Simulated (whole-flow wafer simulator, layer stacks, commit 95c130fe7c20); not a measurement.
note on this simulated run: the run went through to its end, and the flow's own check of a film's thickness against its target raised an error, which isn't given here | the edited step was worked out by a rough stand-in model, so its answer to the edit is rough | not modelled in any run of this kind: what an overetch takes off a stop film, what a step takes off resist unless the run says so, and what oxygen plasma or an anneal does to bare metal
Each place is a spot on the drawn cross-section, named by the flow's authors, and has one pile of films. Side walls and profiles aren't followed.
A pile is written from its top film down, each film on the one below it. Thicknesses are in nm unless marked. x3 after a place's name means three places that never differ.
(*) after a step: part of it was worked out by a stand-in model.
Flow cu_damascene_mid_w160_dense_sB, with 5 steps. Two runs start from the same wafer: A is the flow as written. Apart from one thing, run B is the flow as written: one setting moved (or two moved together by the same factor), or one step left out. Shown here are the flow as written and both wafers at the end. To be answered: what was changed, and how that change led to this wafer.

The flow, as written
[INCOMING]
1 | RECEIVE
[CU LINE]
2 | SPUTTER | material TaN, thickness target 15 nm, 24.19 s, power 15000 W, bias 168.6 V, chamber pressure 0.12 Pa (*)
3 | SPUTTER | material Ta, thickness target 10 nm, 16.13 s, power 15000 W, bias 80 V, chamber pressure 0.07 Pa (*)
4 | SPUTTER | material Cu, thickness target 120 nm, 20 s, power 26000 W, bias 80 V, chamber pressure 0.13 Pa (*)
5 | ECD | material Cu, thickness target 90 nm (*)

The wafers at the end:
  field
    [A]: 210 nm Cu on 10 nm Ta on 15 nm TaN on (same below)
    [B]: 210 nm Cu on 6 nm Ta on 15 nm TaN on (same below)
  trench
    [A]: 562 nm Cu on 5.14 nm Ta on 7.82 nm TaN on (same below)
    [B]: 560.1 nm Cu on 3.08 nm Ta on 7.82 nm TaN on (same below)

What caused this: step 3, SPUTTER: thickness target 6 nm was run, whereas the flow has thickness target 10 nm; step 3, SPUTTER: 9.68 s was run, where the flow has 16.13 s.
The wafer itself shows it: field has Ta 6, and step 3 as written asks for 10 nm.

The path from the change to this, step by step:
  3 | SPUTTER | material Ta, thickness target 10 nm, 16.13 s, power 15000 W, bias 80 V, chamber pressure 0.07 Pa (*)
      field: A +10 Ta (new film) | B +6 Ta (new film)
      trench: A +5.14 Ta (new film) | B +3.08 Ta (new film)
